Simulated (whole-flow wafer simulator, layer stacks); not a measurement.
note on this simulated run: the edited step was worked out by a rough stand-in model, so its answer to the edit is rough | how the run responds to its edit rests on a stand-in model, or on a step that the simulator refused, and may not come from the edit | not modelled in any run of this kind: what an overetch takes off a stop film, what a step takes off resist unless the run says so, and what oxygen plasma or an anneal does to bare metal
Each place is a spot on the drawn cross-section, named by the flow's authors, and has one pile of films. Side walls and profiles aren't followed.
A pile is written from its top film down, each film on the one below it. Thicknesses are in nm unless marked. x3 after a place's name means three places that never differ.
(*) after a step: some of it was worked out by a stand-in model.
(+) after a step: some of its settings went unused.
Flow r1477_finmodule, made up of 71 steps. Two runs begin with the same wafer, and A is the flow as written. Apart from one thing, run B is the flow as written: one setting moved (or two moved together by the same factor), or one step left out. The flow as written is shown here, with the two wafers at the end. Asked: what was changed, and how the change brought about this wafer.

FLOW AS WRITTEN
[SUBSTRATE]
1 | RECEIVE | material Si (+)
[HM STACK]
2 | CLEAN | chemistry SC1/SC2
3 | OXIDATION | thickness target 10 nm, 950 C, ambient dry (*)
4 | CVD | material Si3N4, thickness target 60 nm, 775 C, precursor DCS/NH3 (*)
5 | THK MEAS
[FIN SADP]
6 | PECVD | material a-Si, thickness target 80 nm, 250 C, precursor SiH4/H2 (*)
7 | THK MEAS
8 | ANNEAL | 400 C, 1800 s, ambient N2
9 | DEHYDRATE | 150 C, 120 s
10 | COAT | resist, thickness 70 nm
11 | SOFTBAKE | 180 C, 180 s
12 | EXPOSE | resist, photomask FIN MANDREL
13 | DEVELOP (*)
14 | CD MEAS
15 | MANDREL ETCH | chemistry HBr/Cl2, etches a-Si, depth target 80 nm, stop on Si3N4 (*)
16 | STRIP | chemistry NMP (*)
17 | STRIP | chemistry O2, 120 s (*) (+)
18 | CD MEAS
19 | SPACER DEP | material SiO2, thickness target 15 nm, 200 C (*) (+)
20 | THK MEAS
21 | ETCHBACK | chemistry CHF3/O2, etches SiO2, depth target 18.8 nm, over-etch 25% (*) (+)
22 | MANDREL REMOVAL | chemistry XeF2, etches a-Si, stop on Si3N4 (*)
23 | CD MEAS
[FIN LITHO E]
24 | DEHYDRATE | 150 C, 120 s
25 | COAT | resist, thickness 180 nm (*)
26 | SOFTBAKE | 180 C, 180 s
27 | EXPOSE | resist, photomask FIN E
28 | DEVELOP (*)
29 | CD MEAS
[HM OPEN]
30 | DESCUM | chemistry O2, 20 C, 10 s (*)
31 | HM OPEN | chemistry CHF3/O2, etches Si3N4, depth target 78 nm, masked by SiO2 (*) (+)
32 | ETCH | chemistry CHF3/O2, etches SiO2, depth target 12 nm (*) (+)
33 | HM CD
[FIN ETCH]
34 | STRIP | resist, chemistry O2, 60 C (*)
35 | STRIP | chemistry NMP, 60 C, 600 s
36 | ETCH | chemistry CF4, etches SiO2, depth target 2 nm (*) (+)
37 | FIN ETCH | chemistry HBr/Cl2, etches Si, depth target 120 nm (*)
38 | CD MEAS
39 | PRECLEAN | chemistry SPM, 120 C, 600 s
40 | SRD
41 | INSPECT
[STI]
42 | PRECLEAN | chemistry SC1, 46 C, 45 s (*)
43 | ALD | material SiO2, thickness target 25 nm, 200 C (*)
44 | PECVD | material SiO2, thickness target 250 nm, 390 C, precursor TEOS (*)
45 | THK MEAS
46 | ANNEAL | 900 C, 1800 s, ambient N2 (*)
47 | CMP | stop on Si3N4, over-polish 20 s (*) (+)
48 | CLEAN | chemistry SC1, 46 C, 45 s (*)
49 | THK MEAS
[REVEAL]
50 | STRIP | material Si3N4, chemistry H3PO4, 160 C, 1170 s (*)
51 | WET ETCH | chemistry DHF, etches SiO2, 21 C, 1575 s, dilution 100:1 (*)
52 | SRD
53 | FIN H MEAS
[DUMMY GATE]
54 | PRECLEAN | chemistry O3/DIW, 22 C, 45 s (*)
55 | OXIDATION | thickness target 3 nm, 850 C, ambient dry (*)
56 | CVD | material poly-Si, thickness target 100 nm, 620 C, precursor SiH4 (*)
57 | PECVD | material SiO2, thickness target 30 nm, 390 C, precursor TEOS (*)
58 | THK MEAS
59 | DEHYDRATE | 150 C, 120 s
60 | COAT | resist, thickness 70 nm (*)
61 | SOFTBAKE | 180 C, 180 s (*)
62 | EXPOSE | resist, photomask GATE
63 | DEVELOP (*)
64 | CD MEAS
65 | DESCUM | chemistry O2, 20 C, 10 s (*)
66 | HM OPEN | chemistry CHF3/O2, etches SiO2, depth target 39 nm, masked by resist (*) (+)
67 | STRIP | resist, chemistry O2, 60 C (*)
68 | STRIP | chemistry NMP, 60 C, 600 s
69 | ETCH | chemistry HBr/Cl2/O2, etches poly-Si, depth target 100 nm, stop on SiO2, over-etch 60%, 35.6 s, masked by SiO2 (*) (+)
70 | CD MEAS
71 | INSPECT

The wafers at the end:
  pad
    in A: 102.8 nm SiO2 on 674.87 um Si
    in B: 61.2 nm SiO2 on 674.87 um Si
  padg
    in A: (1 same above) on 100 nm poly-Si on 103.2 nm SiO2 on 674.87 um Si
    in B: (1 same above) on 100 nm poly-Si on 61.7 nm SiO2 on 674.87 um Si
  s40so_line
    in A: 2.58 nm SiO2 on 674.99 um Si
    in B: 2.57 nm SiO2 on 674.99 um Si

Cause: step 44, PECVD: thickness target 131.2 nm was run, though the flow has thickness target 250 nm.

The path from the change to this, step by step:
  44 | PECVD | material SiO2, thickness target 250 nm, 390 C, precursor TEOS (*)
      pad, padg, elg and 33 more: A +250 SiO2 | B +131.2 SiO2
  46 | ANNEAL | 900 C, 1800 s, ambient N2 (*)
      pad, padg, elg and 33 more: A -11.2 SiO2 | B -5.9 SiO2
  47 | CMP | stop on Si3N4, over-polish 20 s (*) (+)
      pad, padg, e40sg and 11 more: A -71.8 SiO2 | B nothing
      eso: A -72.4 SiO2 | B nothing
      (as well as at 21 more places)
  60 | COAT | resist, thickness 70 nm (*)
      e40lg, e100lg, e200lg, elo, e40lo, e100lo, e200lo: A +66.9 resist (new film) | B +64.8 resist (new film)
      e40sg, e40so: A +129.5 resist (new film) | B +169 resist (new film)
      (as well as at 21 more places)
  63 | DEVELOP (*)
      elo, e40lo, e100lo, e200lo: A -66.9 resist (all of it) | B -64.8 resist (all of it)
      eso: A -129.5 resist (all of it) | B -168.4 resist (all of it)
      (as well as at 11 more places)
  67 | STRIP | resist, chemistry O2, 60 C (*)
      e40lg, e100lg, e200lg: A -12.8 resist (all of it) | B -10.7 resist (all of it)
      e40sg: A -75.4 resist (all of it) | B -114.9 resist (all of it)
      (as well as at 11 more places)
